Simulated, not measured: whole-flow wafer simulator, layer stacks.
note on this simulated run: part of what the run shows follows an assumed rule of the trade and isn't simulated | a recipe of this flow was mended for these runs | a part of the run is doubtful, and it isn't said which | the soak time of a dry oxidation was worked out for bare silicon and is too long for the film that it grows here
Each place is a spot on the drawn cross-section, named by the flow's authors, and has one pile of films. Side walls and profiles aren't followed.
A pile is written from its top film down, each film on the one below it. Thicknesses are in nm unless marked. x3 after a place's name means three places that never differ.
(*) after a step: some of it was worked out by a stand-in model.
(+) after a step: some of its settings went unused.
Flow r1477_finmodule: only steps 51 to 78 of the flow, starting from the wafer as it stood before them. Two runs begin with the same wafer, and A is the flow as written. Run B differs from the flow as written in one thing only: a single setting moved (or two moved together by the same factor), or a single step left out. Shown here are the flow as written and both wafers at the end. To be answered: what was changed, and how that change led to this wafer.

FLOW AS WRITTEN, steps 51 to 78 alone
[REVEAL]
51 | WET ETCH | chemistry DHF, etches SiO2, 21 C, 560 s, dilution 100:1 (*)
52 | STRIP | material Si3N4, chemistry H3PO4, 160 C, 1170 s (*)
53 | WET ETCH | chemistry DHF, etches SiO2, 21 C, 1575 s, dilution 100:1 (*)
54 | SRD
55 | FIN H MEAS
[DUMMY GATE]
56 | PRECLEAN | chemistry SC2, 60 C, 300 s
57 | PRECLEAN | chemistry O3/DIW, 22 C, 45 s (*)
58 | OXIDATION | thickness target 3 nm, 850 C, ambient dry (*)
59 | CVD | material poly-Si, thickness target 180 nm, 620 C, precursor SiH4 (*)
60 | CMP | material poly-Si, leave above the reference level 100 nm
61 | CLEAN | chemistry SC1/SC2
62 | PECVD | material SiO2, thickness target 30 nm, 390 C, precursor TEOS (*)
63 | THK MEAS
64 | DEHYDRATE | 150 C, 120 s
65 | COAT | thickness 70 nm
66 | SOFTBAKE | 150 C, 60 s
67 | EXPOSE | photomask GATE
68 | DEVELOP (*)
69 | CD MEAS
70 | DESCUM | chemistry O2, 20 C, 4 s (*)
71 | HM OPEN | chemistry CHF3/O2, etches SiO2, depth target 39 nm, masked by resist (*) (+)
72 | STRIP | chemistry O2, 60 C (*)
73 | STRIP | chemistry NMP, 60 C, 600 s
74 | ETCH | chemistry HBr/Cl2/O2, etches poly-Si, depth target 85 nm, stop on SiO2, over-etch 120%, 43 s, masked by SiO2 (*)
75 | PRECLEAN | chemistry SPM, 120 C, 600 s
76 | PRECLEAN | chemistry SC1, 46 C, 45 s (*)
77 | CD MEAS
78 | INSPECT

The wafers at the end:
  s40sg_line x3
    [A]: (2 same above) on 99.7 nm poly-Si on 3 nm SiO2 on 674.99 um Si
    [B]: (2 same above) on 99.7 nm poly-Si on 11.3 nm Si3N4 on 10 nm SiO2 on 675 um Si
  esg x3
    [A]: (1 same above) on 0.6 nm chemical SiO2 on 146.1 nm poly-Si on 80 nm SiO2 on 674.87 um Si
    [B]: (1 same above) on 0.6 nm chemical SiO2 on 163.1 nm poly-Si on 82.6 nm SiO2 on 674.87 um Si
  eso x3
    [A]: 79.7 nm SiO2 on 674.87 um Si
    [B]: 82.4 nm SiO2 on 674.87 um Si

Cause: step 52, STRIP: 450 s was run, whereas the flow has 1170 s.

Step by step, how the change led to this:
  52 | STRIP | material Si3N4, chemistry H3PO4, 160 C, 1170 s (*)
      s40sg_line x3, s40so_line x3: A -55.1 Si3N4 (all of it), -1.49 SiO2 | B -39.5 Si3N4
      pad, padg, esg x3 and 17 more: A -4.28 SiO2 | B -1.64 SiO2
      (and at 8 other places as well)
  53 | WET ETCH | chemistry DHF, etches SiO2, 21 C, 1575 s, dilution 100:1 (*)
      s40sg_line x3, s40so_line x3: A -8.51 SiO2 (all of it) | B -4.28 Si3N4
      elg x4, elo x4: A -7.85 SiO2 (all of it) | B -9.82 SiO2 (all of it)
  57 | PRECLEAN | chemistry O3/DIW, 22 C, 45 s (*)
      s40sg_line x3, s40so_line x3: A +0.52 chemical SiO2, -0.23 Si | B nothing
  58 | OXIDATION | thickness target 3 nm, 850 C, ambient dry (*)
      s40sg_line x3, s40so_line x3: A +3 SiO2 (new film), -0.85 chemical SiO2 (all of it), -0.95 Si | B nothing
  59 | CVD | material poly-Si, thickness target 180 nm, 620 C, precursor SiH4 (*)
      s40cg x3, s40sg x3, s40co x3, s40so x3: A +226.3 poly-Si (new film) | B +243.3 poly-Si (new film)
  60 | CMP | material poly-Si, leave above the reference level 100 nm
      elg x4, esg x3, elo x4, eso x3: A -80 poly-Si | B -60.4 poly-Si
      pad, padg: A -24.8 poly-Si | B -7.75 poly-Si
      (and at 2 other places as well)
  74 | ETCH | chemistry HBr/Cl2/O2, etches poly-Si, depth target 85 nm, stop on SiO2, over-etch 120%, 43 s, masked by SiO2 (*)
      s40so_line x3: A -1.12 chemical SiO2 (all of it), -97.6 poly-Si (all of it), -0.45 SiO2 | B -1.12 chemical SiO2 (all of it), -97.6 poly-Si (all of it), -11.3 Si3N4 (all of it)
      eso x3, e200so, s40co x3, s40so x3: A -1.12 chemical SiO2 (all of it), -143.9 poly-Si (all of it), -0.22 SiO2 | B -1.12 chemical SiO2 (all of it), -160.9 poly-Si (all of it), -0.13 SiO2
      (and at 5 other places as well)
